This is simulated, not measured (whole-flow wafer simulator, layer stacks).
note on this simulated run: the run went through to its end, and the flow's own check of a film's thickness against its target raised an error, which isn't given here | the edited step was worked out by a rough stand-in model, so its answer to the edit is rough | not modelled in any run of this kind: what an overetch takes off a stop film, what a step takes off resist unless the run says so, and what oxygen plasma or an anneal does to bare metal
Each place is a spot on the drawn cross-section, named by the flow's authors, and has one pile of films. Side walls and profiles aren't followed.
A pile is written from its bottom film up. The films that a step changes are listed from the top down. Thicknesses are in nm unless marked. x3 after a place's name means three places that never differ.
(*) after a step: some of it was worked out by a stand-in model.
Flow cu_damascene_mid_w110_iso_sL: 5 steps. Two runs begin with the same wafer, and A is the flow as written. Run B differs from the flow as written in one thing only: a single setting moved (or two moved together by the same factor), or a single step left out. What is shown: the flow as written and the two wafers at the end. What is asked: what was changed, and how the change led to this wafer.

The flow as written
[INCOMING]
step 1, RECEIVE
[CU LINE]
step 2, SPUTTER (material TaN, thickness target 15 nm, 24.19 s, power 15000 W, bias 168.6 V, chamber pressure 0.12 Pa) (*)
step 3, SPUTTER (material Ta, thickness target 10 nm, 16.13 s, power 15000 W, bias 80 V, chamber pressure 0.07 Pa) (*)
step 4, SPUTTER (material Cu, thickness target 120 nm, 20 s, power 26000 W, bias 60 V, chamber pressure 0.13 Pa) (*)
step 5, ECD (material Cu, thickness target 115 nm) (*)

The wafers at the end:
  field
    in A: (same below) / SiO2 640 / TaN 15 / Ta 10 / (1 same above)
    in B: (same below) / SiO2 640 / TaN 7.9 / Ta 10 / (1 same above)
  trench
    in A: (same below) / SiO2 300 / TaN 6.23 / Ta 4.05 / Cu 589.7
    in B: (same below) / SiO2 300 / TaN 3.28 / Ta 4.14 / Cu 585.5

The reason: step 2, SPUTTER: thickness target 7.9 nm was run, while the flow as written has thickness target 15 nm; step 2, SPUTTER: 12.7 s was run, where the flow has 24.19 s.
The wafer lets one read it off: field has TaN 7.9, and step 2 as written asks for 15 nm.

How this came from the change, step by step:
  step 2, SPUTTER (material TaN, thickness target 15 nm, 24.19 s, power 15000 W, bias 168.6 V, chamber pressure 0.12 Pa) (*)
      field: A +15 TaN (new film) | B +7.9 TaN (new film)
      trench: A +6.23 TaN (new film) | B +3.28 TaN (new film)
  step 4, SPUTTER (material Cu, thickness target 120 nm, 20 s, power 26000 W, bias 60 V, chamber pressure 0.13 Pa) (*)
      trench: A +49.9 Cu (new film) | B +51.1 Cu (new film)
